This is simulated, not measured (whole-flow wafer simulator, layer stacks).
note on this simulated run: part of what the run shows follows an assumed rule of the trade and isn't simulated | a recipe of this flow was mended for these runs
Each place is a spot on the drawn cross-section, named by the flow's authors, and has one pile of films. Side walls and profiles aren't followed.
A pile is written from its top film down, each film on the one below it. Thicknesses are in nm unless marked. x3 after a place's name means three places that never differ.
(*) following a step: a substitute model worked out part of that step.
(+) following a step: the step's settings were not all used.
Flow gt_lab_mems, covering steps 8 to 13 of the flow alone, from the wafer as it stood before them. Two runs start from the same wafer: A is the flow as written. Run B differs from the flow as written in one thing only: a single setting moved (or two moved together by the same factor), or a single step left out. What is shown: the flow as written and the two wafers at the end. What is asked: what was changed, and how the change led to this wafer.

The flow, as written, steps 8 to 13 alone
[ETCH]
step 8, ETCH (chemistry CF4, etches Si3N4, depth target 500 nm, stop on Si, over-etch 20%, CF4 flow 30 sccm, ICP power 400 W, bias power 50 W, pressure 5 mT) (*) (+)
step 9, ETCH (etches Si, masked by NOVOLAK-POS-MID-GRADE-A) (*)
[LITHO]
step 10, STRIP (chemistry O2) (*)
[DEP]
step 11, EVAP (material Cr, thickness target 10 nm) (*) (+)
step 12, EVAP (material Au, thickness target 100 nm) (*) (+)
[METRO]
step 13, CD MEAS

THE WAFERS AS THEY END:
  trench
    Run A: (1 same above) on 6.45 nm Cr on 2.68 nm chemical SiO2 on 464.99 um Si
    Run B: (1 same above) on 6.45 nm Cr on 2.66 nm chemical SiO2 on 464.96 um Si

The reason: step 8, ETCH: over-etch 32% was run, while the flow as written has over-etch 20%.

Step by step, how the change led to this:
  step 8, ETCH (chemistry CF4, etches Si3N4, depth target 500 nm, stop on Si, over-etch 20%, CF4 flow 30 sccm, ICP power 400 W, bias power 50 W, pressure 5 mT) (*) (+)
      field: A g/i-line-resist loses 400 | B g/i-line-resist loses 440
      trench: A Si3N4 loses 500 (all of it), chemical SiO2 loses 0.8 (all of it), Si loses 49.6 | B Si3N4 loses 500 (all of it), chemical SiO2 loses 0.8 (all of it), Si loses 79.6
  step 10, STRIP (chemistry O2) (*)
      field: A g/i-line-resist loses 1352 (all of it) | B g/i-line-resist loses 1312 (all of it)
